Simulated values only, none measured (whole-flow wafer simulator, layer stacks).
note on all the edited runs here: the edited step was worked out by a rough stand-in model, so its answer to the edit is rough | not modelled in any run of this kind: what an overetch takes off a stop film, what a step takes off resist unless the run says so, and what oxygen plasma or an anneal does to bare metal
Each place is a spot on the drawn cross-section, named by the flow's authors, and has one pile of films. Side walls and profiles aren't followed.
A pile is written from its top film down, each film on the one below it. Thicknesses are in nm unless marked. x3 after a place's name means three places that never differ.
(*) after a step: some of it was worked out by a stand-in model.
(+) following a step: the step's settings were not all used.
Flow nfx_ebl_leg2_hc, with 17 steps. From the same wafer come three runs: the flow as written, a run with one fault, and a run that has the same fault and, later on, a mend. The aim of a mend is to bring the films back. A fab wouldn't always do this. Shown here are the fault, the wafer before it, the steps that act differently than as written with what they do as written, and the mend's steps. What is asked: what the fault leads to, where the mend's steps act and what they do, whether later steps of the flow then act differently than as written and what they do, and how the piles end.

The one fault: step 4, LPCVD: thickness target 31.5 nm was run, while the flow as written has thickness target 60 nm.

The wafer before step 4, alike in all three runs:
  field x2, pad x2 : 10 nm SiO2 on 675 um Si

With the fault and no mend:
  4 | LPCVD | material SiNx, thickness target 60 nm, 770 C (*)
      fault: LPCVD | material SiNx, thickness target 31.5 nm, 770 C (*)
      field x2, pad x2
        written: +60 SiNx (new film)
        fault: +31.5 SiNx (new film)
  Later steps of the flow acting differently than as written:
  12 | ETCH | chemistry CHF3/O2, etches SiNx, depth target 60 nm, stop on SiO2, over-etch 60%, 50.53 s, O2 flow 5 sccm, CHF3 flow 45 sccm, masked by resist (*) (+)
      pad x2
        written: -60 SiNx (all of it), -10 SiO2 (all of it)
        fault: -31.5 SiNx (all of it), -10 SiO2 (all of it)
  The piles end different from the flow's at field x2 by more than 2% or 0.5 nm, whichever is larger.
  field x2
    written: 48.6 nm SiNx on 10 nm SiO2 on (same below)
    fault: 20.1 nm SiNx on 10 nm SiO2 on (same below)

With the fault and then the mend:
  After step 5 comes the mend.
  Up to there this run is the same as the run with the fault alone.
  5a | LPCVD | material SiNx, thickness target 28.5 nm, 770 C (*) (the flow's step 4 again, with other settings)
      field x2, pad x2
        +28.5 SiNx
  None of the later steps of the flow acts differently than as written at any place that is followed.
  By the end, the piles equal the flow's at every place that both follow.
